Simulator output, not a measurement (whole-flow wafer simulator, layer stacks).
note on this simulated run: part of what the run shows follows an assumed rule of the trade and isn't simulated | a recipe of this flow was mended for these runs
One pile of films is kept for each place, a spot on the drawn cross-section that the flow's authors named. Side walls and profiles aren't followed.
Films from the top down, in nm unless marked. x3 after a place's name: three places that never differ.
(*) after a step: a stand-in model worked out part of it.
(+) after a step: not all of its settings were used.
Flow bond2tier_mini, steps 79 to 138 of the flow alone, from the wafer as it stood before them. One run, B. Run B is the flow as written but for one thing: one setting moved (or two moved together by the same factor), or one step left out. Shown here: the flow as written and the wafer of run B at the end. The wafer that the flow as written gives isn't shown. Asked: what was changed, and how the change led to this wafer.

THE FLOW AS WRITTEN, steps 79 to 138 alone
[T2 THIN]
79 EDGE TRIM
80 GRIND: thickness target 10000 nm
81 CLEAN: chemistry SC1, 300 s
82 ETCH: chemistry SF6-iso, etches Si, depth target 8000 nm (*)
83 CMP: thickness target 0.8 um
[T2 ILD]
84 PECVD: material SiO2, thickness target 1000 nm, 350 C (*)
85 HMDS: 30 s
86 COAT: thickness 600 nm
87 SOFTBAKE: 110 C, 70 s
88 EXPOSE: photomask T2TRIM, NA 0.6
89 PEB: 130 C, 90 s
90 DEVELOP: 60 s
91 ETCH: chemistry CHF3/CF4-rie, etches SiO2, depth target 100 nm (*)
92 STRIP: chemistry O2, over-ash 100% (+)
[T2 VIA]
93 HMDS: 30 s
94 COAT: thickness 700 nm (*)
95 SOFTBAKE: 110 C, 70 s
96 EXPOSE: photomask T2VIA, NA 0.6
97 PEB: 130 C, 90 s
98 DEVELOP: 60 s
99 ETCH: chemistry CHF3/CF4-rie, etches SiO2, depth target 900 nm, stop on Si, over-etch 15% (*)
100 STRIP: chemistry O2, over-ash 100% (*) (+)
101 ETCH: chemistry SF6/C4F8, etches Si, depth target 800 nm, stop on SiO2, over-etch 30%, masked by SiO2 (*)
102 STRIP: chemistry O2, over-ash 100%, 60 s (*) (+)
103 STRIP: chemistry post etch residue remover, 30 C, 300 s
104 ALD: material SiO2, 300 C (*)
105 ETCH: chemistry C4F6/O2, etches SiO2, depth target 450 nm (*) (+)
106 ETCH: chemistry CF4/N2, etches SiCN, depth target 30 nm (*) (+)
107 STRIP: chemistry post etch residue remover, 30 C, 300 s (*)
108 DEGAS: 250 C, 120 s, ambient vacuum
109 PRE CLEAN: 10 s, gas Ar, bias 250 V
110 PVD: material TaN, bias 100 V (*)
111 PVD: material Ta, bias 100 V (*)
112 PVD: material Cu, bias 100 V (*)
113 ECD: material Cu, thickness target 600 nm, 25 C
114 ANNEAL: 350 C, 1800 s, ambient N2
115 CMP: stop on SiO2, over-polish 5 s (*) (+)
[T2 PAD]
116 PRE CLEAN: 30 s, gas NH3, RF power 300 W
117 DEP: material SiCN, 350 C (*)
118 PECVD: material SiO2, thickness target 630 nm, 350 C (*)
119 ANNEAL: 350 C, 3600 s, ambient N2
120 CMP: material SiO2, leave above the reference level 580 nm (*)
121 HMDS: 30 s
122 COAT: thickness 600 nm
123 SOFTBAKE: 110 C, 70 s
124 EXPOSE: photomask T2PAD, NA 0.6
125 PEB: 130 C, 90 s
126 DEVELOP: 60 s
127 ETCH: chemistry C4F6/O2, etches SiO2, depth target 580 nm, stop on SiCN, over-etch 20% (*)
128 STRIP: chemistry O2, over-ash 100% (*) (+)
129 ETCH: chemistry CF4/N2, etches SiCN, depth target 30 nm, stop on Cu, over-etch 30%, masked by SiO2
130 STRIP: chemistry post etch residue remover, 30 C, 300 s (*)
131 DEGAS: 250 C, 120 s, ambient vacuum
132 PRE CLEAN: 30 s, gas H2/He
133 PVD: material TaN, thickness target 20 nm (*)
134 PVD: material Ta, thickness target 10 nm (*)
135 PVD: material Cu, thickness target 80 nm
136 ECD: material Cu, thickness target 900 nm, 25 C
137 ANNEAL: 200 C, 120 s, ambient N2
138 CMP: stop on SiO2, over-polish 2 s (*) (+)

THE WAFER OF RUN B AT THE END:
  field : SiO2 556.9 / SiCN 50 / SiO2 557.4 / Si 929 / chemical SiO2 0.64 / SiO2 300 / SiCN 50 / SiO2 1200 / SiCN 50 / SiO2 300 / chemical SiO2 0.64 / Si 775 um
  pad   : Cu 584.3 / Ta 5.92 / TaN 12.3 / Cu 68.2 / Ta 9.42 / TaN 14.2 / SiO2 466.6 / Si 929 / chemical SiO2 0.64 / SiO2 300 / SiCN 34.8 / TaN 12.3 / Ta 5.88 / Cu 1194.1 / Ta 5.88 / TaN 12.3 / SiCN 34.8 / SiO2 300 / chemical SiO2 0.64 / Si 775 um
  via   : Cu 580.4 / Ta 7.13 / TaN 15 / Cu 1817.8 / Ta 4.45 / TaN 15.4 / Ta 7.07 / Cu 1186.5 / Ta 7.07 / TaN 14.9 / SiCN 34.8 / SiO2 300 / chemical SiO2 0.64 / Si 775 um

The cause: step 83, CMP: thickness target 0.929 um was run, where the flow has thickness target 0.8 um.

How the change led to this, step by step:
  83 CMP: thickness target 0.8 um
      field, pad, via: Si -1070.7 (as written it would be: Si -1199.7)
  101 ETCH: chemistry SF6/C4F8, etches Si, depth target 800 nm, stop on SiO2, over-etch 30%, masked by SiO2 (*)
      via: Si -917.8 (all of it), chemical SiO2 -0.64 (all of it), SiO2 -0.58 (as written it would be: Si -788.8 (all of it), chemical SiO2 -0.64 (all of it), SiO2 -1.87)
  112 PVD: material Cu, bias 100 V (*)
      via: Cu +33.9 (new film) (as written it would be: Cu +35 (new film))
  113 ECD: material Cu, thickness target 600 nm, 25 C
      via: Cu +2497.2 (as written it would be: Cu +2367)
